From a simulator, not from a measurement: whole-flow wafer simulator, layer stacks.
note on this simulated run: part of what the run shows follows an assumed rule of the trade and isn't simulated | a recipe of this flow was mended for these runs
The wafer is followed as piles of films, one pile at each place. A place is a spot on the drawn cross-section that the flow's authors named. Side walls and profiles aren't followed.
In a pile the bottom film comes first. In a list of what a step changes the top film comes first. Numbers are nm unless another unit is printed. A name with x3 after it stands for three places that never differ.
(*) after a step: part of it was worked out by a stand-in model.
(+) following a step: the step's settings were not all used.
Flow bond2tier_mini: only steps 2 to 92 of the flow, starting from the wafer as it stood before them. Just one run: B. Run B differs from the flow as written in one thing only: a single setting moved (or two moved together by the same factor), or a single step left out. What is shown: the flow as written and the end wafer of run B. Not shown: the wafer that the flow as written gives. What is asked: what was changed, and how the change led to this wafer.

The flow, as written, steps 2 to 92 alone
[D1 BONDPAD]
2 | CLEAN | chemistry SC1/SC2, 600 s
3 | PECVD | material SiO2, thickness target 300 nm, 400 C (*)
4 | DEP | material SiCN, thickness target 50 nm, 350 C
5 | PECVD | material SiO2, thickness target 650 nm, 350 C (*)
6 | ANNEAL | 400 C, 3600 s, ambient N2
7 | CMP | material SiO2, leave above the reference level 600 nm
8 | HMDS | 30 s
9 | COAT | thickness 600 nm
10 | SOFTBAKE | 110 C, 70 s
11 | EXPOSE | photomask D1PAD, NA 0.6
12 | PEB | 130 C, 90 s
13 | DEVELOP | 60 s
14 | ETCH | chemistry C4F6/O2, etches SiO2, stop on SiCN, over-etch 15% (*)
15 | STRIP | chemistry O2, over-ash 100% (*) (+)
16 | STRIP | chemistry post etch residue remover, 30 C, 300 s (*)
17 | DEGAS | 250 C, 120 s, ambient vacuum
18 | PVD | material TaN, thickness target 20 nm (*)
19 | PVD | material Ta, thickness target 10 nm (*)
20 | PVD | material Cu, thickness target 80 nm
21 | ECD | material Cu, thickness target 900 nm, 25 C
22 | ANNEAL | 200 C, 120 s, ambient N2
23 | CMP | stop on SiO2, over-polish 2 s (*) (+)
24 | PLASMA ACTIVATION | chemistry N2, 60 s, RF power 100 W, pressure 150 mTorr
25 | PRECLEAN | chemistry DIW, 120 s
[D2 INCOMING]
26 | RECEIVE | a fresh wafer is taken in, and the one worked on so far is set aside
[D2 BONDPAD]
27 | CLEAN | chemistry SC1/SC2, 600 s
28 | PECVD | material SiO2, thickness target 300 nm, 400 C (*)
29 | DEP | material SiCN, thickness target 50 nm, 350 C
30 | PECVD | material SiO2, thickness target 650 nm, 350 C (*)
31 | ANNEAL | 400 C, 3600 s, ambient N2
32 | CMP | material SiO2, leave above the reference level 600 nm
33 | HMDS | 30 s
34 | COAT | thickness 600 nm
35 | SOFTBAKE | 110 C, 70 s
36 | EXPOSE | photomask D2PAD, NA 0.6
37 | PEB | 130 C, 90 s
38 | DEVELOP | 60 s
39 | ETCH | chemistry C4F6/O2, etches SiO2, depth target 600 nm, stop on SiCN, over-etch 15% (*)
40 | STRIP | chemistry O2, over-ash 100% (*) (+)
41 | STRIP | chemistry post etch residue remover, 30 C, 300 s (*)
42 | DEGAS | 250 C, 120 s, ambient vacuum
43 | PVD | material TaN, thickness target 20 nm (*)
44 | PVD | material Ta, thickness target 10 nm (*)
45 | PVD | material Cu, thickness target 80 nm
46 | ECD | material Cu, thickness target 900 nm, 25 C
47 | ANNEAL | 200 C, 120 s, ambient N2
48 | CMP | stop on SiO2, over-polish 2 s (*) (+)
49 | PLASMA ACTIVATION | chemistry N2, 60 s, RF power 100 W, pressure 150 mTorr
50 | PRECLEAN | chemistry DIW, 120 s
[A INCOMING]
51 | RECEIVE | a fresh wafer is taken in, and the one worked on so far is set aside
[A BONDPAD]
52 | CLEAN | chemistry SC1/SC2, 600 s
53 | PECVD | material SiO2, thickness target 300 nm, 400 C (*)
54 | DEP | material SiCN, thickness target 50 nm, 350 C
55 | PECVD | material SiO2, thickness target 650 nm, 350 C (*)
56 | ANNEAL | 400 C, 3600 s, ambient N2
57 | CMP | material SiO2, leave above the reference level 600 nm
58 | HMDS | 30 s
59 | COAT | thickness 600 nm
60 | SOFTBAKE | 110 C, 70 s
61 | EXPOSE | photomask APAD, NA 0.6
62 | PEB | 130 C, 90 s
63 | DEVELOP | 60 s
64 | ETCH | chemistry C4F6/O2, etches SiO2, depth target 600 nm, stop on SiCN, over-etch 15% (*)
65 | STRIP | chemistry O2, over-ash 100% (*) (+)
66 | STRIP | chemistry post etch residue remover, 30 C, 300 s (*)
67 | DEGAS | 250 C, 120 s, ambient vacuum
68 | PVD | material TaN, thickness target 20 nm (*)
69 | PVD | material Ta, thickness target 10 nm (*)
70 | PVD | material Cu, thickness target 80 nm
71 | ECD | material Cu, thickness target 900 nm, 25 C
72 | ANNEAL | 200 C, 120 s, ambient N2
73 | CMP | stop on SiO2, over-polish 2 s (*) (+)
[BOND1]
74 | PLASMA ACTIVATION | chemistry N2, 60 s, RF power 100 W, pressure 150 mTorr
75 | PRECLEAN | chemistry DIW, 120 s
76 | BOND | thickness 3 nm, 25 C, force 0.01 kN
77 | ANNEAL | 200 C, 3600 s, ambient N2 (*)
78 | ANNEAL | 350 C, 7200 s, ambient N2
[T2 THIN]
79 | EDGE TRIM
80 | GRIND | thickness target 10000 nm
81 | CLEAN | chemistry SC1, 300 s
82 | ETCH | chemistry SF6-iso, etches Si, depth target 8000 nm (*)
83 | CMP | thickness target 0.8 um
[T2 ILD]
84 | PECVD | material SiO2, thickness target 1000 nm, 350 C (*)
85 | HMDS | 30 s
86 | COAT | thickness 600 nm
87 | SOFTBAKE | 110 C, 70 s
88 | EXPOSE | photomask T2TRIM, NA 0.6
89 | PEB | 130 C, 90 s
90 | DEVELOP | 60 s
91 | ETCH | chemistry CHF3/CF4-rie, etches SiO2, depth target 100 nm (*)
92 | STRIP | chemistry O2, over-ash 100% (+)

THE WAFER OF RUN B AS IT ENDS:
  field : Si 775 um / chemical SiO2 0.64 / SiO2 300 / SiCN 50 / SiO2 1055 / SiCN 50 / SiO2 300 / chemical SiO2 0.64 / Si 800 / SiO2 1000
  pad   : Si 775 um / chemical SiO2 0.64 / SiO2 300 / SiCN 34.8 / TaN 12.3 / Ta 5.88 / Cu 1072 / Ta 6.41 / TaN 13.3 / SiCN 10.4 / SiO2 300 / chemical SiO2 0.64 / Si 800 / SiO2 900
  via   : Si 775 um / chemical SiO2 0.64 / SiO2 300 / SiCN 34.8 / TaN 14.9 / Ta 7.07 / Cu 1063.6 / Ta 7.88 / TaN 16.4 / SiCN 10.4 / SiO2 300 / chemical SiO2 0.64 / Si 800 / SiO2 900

Cause: step 5, PECVD: thickness target 455 nm was run, while the flow as written has thickness target 650 nm.

How this came from the change, step by step:
  5 | PECVD | material SiO2, thickness target 650 nm, 350 C (*)
      field, pad, via: SiO2 gains 455 (new film) (as written it would have been: SiO2 gains 650 (new film))
  7 | CMP | material SiO2, leave above the reference level 600 nm
      field, pad, via: nothing (as written it would have been: SiO2 loses 50)
  14 | ETCH | chemistry C4F6/O2, etches SiO2, stop on SiCN, over-etch 15% (*)
      pad, via: SiO2 loses 455 (all of it), SiCN loses 39.6 (as written it would have been: SiO2 loses 600 (all of it), SiCN loses 15.2)
      field: thick-KrF-resist loses 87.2 (as written it would have been: thick-KrF-resist loses 115)
  15 | STRIP | chemistry O2, over-ash 100% (*) (+)
      field: thick-KrF-resist loses 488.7 (all of it) (as written it would have been: thick-KrF-resist loses 460.9 (all of it))
  18 | PVD | material TaN, thickness target 20 nm (*)
      pad: TaN gains 13.3 (new film) (as written it would have been: TaN gains 12.3 (new film))
      via: TaN gains 16.4 (new film) (as written it would have been: TaN gains 14.9 (new film))
  19 | PVD | material Ta, thickness target 10 nm (*)
      pad: Ta gains 6.41 (new film) (as written it would have been: Ta gains 5.88 (new film))
      via: Ta gains 7.88 (new film) (as written it would have been: Ta gains 7.07 (new film))
  20 | PVD | material Cu, thickness target 80 nm
      pad: Cu gains 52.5 (new film) (as written it would have been: Cu gains 48.4 (new film))
      via: Cu gains 65 (new film) (as written it would have been: Cu gains 59 (new film))
  21 | ECD | material Cu, thickness target 900 nm, 25 C
      pad: Cu gains 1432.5 (as written it would have been: Cu gains 1558.7)
      via: Cu gains 1415.4 (as written it would have been: Cu gains 1544.3)
  76 | BOND | thickness 3 nm, 25 C, force 0.01 kN
      field: Si gains 775 um (new film), chemical SiO2 gains 0.64 (new film), SiO2 gains 300 (new film), SiCN gains 50 (new film), SiO2 gains 455 (as written it would have been: Si gains 775 um (new film), chemical SiO2 gains 0.64 (new film), SiO2 gains 300 (new film), SiCN gains 50 (new film), SiO2 gains 600)
      pad: Si gains 775 um (new film), chemical SiO2 gains 0.64 (new film), SiO2 gains 300 (new film), SiCN gains 10.4 (new film), TaN gains 13.3 (new film), Ta gains 6.41 (new film), Cu gains 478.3 (as written it would have been: Si gains 775 um (new film), chemical SiO2 gains 0.64 (new film), SiO2 gains 300 (new film), SiCN gains 34.8 (new film), TaN gains 12.3 (new film), Ta gains 5.88 (new film), Cu gains 600.4)
      (as well as at 1 more place)
